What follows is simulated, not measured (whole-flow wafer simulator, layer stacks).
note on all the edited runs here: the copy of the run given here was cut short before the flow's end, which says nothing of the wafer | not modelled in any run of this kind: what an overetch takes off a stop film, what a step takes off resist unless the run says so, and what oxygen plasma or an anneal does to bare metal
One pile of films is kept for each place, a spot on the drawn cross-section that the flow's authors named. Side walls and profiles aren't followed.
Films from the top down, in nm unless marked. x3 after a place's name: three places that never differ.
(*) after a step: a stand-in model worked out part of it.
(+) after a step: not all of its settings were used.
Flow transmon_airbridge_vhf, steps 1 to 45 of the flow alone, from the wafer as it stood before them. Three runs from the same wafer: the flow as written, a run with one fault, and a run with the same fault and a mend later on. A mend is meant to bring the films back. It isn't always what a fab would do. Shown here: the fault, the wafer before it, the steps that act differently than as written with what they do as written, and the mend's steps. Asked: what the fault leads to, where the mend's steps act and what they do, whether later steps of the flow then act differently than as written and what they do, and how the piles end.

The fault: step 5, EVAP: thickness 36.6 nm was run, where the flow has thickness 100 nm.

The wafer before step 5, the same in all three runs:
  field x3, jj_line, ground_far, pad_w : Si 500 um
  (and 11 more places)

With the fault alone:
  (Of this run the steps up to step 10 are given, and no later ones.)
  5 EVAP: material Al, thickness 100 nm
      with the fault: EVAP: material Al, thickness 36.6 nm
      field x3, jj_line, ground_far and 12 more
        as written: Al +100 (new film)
        with the fault: Al +36.6 (new film)
  No later step of the flow up to step 10 acts differently than as written at any place that is followed.
  After step 10 the piles differ from the flow's by more than 2% or 0.5 nm, whichever is larger, at field x3, jj_line, ground_far and 12 more.
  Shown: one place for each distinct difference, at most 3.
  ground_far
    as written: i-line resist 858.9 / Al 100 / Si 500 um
    with the fault: i-line resist 858.9 / Al 36.6 / Si 500 um
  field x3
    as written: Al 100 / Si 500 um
    with the fault: Al 36.6 / Si 500 um

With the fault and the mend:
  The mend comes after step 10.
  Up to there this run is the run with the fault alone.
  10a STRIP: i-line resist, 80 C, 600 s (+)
      ground_far, pad_w, flank_w and 8 more
        i-line resist -858.9 (all of it)
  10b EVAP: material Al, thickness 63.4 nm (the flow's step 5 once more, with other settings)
      field x3, jj_line, ground_far and 12 more
        Al +63.4
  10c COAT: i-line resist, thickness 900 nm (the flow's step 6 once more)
      field x3, jj_line, ground_far and 12 more
        i-line resist +900 (new film)
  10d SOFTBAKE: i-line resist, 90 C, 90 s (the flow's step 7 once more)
      changes no film at any place that is followed
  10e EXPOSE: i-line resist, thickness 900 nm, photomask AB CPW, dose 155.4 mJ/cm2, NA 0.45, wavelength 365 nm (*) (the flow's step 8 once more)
      changes no film at any place that is followed
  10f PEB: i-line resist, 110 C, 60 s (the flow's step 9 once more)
      field x3, jj_line, ground_far and 12 more
        i-line resist -41
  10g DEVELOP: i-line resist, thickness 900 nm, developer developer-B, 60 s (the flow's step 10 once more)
      ground_far, pad_w, flank_w and 8 more
        i-line resist -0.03
      field x3, jj_line, gap_w, gap_e
        i-line resist -859 (all of it)
  No later step of the flow acts differently than as written at any place that is followed.
  At the end the piles are the same as the flow's at every place that both follow.
